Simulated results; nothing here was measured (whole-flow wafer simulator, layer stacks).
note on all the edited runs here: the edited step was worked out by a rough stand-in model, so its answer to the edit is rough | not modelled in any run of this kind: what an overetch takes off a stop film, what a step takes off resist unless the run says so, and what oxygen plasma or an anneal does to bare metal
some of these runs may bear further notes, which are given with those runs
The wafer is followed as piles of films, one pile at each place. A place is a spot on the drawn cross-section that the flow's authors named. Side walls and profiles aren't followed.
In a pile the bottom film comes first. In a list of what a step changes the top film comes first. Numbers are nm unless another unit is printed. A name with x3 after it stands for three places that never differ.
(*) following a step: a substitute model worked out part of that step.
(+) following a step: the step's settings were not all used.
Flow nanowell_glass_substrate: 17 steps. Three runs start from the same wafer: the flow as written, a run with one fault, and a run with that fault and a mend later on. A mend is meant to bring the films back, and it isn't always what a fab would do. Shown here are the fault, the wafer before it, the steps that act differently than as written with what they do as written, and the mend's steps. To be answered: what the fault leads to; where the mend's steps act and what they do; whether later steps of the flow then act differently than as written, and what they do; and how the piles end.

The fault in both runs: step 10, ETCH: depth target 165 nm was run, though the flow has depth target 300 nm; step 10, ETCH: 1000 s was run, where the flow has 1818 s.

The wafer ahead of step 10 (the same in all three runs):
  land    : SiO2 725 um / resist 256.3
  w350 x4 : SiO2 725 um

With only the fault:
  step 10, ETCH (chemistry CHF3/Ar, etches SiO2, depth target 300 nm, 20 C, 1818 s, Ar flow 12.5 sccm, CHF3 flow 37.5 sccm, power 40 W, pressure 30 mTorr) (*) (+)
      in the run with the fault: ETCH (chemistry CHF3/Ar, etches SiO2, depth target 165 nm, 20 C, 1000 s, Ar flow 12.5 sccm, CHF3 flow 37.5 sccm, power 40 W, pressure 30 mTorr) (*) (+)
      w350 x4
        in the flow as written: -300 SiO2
        in the run with the fault: -165 SiO2
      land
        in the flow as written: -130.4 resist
        in the run with the fault: -71.7 resist
  Later steps of the flow acting differently than as written:
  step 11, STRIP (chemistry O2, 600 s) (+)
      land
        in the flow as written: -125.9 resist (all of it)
        in the run with the fault: -184.6 resist (all of it)
  When the end is reached, the piles differ only a little from the flow's at the places that both follow, at most by 2% or 0.5 nm, whichever is larger.

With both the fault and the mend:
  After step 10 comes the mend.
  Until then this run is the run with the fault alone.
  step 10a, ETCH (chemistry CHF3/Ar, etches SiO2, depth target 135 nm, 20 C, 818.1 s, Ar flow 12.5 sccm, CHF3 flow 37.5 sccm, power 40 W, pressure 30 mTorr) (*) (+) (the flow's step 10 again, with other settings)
      w350 x4
        -135 SiO2
      land
        -58.7 resist
  None of the later steps of the flow acts differently than as written at any place that is followed.
  By the end, the piles equal the flow's at every place that both follow.
